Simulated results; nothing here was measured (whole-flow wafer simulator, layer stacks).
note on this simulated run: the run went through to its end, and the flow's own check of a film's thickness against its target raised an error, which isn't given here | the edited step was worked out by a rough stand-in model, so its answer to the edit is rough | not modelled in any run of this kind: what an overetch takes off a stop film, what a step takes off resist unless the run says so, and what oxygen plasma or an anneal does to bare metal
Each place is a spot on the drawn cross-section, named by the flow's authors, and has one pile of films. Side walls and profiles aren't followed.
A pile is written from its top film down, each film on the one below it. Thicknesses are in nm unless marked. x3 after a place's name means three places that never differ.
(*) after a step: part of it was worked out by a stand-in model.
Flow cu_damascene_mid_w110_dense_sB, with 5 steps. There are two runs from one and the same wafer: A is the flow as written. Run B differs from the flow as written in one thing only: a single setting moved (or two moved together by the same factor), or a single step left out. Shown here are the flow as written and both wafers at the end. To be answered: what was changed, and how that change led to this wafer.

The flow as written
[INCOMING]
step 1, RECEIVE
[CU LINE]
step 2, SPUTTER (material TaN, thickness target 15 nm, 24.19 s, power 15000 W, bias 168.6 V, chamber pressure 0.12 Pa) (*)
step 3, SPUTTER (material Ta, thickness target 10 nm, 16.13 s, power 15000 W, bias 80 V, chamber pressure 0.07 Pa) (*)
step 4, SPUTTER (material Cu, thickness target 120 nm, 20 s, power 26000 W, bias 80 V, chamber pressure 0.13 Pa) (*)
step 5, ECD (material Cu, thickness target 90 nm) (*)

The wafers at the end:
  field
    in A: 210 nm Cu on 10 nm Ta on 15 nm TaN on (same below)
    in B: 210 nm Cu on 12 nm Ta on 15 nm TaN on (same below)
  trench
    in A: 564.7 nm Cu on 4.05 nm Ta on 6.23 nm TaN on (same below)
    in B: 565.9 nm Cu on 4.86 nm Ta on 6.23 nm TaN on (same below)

The reason: step 3, SPUTTER: 19.36 s was run, though the flow has 16.13 s.

The path from the change to this, step by step:
  step 3, SPUTTER (material Ta, thickness target 10 nm, 16.13 s, power 15000 W, bias 80 V, chamber pressure 0.07 Pa) (*)
      field: A Ta gains 10 (new film) | B Ta gains 12 (new film)
      trench: A Ta gains 4.05 (new film) | B Ta gains 4.86 (new film)
